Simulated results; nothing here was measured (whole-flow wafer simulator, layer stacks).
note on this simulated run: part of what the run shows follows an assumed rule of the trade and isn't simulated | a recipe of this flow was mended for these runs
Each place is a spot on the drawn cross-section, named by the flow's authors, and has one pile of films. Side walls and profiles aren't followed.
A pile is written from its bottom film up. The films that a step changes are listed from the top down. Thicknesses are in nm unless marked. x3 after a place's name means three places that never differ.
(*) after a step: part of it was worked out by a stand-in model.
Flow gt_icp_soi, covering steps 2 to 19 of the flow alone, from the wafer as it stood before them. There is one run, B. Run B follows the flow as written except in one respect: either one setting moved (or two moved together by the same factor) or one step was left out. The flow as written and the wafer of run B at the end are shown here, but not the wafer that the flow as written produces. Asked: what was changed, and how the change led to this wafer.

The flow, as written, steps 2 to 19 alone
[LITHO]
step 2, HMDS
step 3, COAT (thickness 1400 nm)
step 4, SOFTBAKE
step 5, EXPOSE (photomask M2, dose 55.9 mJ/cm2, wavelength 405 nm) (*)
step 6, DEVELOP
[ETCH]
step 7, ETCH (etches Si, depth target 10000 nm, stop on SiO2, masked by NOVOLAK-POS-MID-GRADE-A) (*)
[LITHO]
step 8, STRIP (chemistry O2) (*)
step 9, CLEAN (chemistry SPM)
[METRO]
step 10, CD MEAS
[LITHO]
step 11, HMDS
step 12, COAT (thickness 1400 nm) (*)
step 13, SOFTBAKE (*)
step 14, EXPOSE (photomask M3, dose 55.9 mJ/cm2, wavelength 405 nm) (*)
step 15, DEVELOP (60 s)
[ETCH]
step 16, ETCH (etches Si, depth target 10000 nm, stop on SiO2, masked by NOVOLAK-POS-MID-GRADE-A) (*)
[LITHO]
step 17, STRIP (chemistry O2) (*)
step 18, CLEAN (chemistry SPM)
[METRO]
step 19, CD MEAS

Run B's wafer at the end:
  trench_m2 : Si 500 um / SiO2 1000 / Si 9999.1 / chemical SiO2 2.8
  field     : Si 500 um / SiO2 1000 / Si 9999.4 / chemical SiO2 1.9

The reason: step 7, ETCH: etches Si, depth target 10000 nm, stop on SiO2, masked by NOVOLAK-POS-MID-GRADE-A (*), was not run.

Step by step, how the change led to this:
  step 8, STRIP (chemistry O2) (*)
      trench_m2: chemical SiO2 gains 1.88, Si loses 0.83 (as written it would have been: nothing)
      field, trench_m3: g/i-line-resist loses 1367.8 (all of it), chemical SiO2 gains 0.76, Si loses 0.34 (as written it would have been: g/i-line-resist loses 1135.8 (all of it), chemical SiO2 gains 0.72, Si loses 0.32)
  step 12, COAT (thickness 1400 nm) (*)
      field: g/i-line-resist gains 1400 (new film) (as written it would have been: g/i-line-resist gains 1332.7 (new film))
      trench_m2: g/i-line-resist gains 1399.5 (new film) (as written it would have been: g/i-line-resist gains 9588.8 (new film))
      (and at 1 other place as well)
  step 15, DEVELOP (60 s)
      trench_m3: g/i-line-resist loses 1400 (all of it) (as written it would have been: g/i-line-resist loses 1311.7 (all of it))
  step 17, STRIP (chemistry O2) (*)
      trench_m2: g/i-line-resist loses 1168.4 (all of it), chemical SiO2 gains 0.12 (as written it would have been: g/i-line-resist loses 9357.8 (all of it))
      field: g/i-line-resist loses 1168.9 (all of it), chemical SiO2 gains 0.34, Si loses 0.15 (as written it would have been: g/i-line-resist loses 1101.6 (all of it), chemical SiO2 gains 0.95, Si loses 0.42)
